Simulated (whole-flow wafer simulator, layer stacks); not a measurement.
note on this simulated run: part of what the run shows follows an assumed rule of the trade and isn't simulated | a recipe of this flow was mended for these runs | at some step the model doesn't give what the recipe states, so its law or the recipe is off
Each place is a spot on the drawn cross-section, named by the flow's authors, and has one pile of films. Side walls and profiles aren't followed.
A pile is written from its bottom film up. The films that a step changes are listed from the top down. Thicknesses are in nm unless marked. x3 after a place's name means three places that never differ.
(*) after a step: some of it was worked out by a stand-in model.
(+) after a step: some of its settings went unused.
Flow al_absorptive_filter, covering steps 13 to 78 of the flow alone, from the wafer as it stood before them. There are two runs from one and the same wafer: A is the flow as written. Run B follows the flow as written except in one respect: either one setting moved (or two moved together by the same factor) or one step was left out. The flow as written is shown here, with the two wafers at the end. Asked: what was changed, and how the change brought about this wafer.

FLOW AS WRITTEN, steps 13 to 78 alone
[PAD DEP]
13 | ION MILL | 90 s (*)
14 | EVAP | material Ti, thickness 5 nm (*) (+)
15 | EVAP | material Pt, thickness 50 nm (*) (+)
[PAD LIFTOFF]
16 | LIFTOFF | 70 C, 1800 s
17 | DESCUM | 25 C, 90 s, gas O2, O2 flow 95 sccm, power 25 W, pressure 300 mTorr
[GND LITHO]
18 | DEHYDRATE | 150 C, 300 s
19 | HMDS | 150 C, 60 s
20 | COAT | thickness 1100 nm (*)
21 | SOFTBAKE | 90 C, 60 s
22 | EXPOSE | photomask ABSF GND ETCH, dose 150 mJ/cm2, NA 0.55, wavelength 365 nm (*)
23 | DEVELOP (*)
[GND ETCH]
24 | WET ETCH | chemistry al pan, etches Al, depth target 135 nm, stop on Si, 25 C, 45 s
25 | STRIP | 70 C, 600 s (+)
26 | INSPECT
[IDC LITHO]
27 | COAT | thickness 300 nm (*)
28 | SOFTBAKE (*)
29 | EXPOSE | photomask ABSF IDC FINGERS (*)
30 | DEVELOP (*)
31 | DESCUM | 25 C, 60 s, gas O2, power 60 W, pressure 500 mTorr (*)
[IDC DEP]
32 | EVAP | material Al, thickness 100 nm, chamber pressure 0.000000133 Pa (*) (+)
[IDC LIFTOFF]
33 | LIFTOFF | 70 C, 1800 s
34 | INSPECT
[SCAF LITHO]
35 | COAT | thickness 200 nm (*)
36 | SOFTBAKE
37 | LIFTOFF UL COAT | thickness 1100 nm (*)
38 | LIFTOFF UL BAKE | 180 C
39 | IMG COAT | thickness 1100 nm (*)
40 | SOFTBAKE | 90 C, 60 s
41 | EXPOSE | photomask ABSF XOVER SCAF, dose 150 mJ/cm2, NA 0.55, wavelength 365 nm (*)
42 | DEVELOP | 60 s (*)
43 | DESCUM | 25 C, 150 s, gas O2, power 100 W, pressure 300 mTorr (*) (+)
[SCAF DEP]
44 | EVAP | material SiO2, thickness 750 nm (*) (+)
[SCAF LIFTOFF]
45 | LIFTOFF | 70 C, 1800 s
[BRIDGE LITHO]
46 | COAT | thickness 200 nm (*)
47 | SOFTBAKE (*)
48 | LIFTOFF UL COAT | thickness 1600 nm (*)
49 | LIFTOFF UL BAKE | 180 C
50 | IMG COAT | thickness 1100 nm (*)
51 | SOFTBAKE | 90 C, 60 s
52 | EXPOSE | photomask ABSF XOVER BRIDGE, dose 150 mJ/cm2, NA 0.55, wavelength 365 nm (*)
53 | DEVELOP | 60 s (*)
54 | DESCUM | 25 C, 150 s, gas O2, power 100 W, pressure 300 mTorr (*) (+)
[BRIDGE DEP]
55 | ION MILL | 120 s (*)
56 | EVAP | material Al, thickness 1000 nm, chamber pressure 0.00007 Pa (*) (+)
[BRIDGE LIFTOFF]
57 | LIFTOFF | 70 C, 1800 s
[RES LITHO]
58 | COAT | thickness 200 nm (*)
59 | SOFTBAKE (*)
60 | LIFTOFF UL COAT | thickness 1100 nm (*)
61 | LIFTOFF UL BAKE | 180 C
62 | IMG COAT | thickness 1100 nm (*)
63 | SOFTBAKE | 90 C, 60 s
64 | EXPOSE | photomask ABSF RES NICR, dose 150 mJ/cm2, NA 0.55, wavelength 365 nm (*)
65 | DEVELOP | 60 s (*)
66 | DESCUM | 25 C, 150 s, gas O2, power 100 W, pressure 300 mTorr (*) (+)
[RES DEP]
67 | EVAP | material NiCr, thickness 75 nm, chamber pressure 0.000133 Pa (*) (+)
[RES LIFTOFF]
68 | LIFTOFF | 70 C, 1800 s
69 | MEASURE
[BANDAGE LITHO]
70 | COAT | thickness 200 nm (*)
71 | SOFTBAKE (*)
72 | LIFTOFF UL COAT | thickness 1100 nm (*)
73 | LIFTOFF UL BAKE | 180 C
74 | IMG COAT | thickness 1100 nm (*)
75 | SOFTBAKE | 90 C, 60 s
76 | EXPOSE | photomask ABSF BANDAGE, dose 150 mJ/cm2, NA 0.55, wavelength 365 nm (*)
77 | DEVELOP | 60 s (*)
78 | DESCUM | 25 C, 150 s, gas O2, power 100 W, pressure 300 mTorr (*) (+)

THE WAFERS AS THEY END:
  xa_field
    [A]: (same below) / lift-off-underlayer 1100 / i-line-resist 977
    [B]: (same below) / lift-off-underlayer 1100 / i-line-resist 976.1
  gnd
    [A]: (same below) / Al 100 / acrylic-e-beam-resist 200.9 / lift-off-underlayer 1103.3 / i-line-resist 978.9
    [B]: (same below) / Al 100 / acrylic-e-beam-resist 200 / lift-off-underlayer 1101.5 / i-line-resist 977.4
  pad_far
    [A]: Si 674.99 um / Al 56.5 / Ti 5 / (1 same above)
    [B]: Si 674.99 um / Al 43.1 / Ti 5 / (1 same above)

The reason: step 13, ION MILL: 130 s was run, though the flow has 90 s.

Step by step, how the change led to this:
  13 | ION MILL | 90 s (*)
      gnd, ledge, res and 9 more: A -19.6 i-line-resist | B -28.4 i-line-resist
      pad_far, pad_near: A -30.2 Al | B -43.6 Al
  35 | COAT | thickness 200 nm (*)
      ledge: A +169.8 acrylic-e-beam-resist (new film) | B +165.2 acrylic-e-beam-resist (new film)
  45 | LIFTOFF | 70 C, 1800 s
      ledge: A -750 SiO2 (all of it), -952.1 i-line-resist (all of it), -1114 lift-off-underlayer (all of it), -169.8 acrylic-e-beam-resist (all of it) | B -750 SiO2 (all of it), -953.1 i-line-resist (all of it), -1113.7 lift-off-underlayer (all of it), -165.2 acrylic-e-beam-resist (all of it)
  46 | COAT | thickness 200 nm (*)
      ledge: A +169.8 acrylic-e-beam-resist (new film) | B +165.2 acrylic-e-beam-resist (new film)
  57 | LIFTOFF | 70 C, 1800 s
      ledge: A -1000 Al (all of it), -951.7 i-line-resist (all of it), -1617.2 lift-off-underlayer (all of it), -169.8 acrylic-e-beam-resist (all of it) | B -1000 Al (all of it), -952.6 i-line-resist (all of it), -1617.1 lift-off-underlayer (all of it), -165.2 acrylic-e-beam-resist (all of it)
  58 | COAT | thickness 200 nm (*)
      ledge: A +169.8 acrylic-e-beam-resist (new film) | B +165.2 acrylic-e-beam-resist (new film)
  66 | DESCUM | 25 C, 150 s, gas O2, power 100 W, pressure 300 mTorr (*) (+)
      ledge: A -169.8 acrylic-e-beam-resist (all of it) | B -165.2 acrylic-e-beam-resist (all of it)
  70 | COAT | thickness 200 nm (*)
      ledge: A +167 acrylic-e-beam-resist (new film) | B +163.1 acrylic-e-beam-resist (new film)
